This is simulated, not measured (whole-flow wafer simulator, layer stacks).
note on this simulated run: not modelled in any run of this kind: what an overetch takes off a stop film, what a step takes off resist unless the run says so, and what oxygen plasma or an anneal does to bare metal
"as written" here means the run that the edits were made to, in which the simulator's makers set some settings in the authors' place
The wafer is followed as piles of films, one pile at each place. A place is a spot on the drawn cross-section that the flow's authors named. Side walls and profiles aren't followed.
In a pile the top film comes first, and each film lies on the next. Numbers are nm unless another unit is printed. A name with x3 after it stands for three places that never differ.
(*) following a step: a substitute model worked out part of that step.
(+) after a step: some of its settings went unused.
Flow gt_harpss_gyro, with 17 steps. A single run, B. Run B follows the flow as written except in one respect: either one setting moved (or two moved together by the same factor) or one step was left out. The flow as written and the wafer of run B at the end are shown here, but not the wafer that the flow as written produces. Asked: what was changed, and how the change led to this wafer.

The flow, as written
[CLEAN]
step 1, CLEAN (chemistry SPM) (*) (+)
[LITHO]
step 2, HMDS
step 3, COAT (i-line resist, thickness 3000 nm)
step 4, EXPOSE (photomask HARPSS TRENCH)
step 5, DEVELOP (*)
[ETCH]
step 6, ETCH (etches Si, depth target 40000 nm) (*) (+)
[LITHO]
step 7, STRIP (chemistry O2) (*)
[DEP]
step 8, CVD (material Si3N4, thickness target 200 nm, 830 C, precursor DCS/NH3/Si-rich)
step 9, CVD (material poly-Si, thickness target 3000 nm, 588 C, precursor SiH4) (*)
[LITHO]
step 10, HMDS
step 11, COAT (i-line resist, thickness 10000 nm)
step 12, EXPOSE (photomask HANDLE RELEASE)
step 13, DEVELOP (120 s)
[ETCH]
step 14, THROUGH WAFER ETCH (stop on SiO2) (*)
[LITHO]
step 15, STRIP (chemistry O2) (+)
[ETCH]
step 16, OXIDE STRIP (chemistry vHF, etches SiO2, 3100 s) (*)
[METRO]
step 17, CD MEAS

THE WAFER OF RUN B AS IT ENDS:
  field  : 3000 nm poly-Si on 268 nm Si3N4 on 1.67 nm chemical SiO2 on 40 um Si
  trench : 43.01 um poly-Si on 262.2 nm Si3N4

What caused this: step 8, CVD: thickness target 268 nm was run, while the flow as written has thickness target 200 nm.
One can read it off the wafer: field has Si3N4 268, and step 8 as written asks for 200 nm.

The path from the change to this, step by step:
  step 8, CVD (material Si3N4, thickness target 200 nm, 830 C, precursor DCS/NH3/Si-rich)
      field: +268 Si3N4 (new film) (it would be, as written: +200 Si3N4 (new film))
      trench: +262.2 Si3N4 (new film) (it would be, as written: +195.9 Si3N4 (new film))
